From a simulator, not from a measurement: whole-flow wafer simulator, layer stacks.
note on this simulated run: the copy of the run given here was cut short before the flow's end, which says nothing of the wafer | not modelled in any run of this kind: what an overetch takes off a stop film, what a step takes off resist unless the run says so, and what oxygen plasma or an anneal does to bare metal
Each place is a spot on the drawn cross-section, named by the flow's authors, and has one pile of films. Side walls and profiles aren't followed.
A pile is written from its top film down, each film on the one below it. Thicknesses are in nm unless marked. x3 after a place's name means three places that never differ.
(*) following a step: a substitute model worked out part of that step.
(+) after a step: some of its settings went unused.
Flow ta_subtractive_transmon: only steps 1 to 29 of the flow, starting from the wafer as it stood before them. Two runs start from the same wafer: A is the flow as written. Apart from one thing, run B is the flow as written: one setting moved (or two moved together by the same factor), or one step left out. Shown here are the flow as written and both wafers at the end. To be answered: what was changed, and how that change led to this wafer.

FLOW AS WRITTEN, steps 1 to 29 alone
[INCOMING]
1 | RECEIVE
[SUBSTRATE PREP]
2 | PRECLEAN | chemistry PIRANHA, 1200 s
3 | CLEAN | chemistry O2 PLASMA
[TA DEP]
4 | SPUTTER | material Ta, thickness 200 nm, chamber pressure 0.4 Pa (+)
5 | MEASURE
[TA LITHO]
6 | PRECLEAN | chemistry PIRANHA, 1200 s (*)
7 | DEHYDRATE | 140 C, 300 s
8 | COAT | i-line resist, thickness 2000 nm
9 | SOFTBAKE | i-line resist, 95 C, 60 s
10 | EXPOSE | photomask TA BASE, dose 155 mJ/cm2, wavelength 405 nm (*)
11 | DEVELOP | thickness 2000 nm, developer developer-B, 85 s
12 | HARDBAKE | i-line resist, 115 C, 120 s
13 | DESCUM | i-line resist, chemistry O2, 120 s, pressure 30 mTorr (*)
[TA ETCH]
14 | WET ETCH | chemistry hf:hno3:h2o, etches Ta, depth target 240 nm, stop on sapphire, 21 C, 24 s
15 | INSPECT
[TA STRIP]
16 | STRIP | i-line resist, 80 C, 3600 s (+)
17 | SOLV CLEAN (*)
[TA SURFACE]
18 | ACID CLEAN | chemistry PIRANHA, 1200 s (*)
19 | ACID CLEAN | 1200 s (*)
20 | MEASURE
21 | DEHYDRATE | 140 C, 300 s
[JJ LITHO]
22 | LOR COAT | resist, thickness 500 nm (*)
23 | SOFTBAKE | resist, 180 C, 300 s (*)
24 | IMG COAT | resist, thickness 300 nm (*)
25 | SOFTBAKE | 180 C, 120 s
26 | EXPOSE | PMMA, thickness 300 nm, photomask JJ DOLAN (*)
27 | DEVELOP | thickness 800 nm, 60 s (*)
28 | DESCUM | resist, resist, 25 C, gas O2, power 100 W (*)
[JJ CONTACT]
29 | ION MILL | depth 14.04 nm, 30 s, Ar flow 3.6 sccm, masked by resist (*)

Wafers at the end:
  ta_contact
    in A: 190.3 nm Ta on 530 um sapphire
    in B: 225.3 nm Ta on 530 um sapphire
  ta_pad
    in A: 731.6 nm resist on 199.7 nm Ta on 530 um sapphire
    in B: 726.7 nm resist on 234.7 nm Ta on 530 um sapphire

The reason: step 4, SPUTTER: thickness 235 nm was run, though the flow has thickness 200 nm.

How this came from the change, step by step:
  4 | SPUTTER | material Ta, thickness 200 nm, chamber pressure 0.4 Pa (+)
      field x2, jj_line, lead, ta_contact, ta_pad: A +200 Ta (new film) | B +235 Ta (new film)
  14 | WET ETCH | chemistry hf:hno3:h2o, etches Ta, depth target 240 nm, stop on sapphire, 21 C, 24 s
      field x2, jj_line, lead: A -200 Ta (all of it) | B -235 Ta (all of it)
